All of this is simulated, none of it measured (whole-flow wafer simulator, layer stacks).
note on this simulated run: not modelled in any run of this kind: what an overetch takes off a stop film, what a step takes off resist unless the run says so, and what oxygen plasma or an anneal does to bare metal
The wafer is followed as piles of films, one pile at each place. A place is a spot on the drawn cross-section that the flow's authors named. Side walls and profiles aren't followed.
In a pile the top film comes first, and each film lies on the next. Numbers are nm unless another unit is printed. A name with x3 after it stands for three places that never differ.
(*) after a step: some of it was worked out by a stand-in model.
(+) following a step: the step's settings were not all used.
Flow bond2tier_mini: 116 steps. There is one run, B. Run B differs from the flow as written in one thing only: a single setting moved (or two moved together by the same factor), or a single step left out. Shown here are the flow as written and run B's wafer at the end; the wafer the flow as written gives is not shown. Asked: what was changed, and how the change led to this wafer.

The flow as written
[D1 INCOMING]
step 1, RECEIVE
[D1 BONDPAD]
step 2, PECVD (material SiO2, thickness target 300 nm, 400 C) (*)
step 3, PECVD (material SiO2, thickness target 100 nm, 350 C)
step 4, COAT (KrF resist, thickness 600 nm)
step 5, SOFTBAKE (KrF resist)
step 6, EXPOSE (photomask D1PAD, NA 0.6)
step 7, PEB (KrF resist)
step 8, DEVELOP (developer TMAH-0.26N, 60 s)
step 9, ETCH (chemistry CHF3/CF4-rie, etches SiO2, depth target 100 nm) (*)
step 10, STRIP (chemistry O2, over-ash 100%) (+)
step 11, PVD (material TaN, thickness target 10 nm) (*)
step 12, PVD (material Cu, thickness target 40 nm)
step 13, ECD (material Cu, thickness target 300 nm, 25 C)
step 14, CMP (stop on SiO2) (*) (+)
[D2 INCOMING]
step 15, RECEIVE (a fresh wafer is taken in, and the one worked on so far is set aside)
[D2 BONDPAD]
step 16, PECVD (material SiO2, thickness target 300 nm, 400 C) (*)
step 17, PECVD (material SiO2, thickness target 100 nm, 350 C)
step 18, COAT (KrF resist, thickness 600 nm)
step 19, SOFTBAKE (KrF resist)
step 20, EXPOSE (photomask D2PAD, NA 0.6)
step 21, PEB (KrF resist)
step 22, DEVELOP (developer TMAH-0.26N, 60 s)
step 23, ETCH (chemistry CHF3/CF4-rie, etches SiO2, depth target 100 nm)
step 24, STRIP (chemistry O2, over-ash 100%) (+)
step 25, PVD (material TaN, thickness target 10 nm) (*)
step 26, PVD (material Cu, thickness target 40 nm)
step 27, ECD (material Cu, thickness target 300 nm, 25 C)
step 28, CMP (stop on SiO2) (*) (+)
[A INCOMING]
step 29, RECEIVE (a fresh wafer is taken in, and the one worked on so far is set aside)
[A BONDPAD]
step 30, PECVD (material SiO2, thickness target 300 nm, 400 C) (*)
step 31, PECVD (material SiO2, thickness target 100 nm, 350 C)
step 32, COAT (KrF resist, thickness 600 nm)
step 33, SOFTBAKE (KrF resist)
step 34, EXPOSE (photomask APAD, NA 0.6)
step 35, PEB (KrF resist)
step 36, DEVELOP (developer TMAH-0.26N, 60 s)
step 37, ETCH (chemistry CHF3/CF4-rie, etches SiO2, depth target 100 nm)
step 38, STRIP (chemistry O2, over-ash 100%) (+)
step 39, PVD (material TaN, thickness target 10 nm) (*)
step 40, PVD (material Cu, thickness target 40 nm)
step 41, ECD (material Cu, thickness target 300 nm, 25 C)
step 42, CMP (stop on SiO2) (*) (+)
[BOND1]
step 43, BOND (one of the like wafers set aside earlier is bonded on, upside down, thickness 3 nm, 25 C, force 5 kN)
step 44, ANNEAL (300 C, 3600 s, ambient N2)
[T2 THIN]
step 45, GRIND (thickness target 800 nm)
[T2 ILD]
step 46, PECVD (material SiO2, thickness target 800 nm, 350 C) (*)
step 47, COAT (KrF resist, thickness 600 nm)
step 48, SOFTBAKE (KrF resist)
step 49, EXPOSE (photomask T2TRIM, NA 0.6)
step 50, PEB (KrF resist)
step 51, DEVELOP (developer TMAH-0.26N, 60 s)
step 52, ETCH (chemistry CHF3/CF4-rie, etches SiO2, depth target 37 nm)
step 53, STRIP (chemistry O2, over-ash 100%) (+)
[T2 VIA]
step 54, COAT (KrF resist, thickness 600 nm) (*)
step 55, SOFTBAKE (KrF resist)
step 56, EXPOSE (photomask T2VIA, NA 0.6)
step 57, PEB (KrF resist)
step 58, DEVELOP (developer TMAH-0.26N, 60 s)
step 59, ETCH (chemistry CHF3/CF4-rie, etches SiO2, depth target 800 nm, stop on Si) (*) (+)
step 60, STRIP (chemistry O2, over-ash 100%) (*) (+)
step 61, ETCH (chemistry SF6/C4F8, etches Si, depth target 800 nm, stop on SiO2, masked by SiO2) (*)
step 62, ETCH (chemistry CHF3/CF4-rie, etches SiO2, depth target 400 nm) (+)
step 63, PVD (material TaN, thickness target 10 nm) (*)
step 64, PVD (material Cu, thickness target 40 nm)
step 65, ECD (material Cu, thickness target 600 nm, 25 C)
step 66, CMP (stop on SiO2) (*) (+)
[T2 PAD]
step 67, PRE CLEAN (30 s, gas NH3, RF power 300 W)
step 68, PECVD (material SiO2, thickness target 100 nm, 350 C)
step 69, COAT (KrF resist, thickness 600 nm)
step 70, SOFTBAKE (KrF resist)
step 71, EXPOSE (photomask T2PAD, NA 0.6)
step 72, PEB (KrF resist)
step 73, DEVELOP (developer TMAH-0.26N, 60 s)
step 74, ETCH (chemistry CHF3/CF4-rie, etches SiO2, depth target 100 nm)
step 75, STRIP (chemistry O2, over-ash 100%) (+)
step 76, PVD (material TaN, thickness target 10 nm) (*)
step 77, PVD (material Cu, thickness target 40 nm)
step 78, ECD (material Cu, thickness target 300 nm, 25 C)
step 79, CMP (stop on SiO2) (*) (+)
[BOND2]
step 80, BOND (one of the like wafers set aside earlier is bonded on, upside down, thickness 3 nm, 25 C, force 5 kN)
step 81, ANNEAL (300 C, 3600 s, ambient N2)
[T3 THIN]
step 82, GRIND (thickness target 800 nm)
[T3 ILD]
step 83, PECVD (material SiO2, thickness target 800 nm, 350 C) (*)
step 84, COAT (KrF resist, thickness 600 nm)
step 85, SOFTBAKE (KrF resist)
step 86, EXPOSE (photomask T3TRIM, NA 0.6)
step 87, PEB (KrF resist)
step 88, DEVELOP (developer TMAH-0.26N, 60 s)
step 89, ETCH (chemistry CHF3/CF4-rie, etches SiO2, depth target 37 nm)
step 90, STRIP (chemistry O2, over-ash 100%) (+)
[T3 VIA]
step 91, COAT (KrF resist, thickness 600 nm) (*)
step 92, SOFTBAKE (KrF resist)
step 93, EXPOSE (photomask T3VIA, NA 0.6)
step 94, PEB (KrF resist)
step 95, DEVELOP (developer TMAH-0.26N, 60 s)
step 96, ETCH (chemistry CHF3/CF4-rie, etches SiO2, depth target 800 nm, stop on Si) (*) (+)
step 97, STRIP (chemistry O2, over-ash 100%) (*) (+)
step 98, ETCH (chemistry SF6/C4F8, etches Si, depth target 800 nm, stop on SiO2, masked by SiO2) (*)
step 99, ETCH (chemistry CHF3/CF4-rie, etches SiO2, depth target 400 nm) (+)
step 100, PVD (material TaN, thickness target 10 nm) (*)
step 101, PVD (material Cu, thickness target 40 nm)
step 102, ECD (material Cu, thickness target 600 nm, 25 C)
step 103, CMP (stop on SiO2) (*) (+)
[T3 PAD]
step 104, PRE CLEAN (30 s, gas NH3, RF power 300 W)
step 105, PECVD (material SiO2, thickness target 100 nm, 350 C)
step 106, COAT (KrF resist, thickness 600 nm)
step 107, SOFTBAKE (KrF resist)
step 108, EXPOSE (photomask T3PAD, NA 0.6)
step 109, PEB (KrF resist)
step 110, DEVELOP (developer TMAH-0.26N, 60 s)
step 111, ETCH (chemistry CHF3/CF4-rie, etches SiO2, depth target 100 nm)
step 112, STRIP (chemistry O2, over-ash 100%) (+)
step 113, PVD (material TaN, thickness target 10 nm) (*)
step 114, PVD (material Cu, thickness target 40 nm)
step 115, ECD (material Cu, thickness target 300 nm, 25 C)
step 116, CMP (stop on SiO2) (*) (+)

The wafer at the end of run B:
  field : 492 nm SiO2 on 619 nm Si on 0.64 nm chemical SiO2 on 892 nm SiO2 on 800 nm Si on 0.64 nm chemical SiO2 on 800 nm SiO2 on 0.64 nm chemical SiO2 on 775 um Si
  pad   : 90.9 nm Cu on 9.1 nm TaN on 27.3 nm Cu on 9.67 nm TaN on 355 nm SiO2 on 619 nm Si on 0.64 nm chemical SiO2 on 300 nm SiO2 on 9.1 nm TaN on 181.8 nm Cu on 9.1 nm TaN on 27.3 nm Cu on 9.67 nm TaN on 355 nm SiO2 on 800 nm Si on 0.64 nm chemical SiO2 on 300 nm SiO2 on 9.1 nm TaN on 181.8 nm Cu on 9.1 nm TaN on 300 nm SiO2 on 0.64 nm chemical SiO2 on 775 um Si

Cause: step 82, GRIND: thickness target 619 nm was run, while the flow as written has thickness target 800 nm.
The wafer itself shows it: field has Si 619, and step 82 as written asks for 800 nm.

The path from the change to this, step by step:
  step 82, GRIND (thickness target 800 nm)
      field, pad: Si loses 774.38 um (in the flow as written it would be: Si loses 774.2 um)
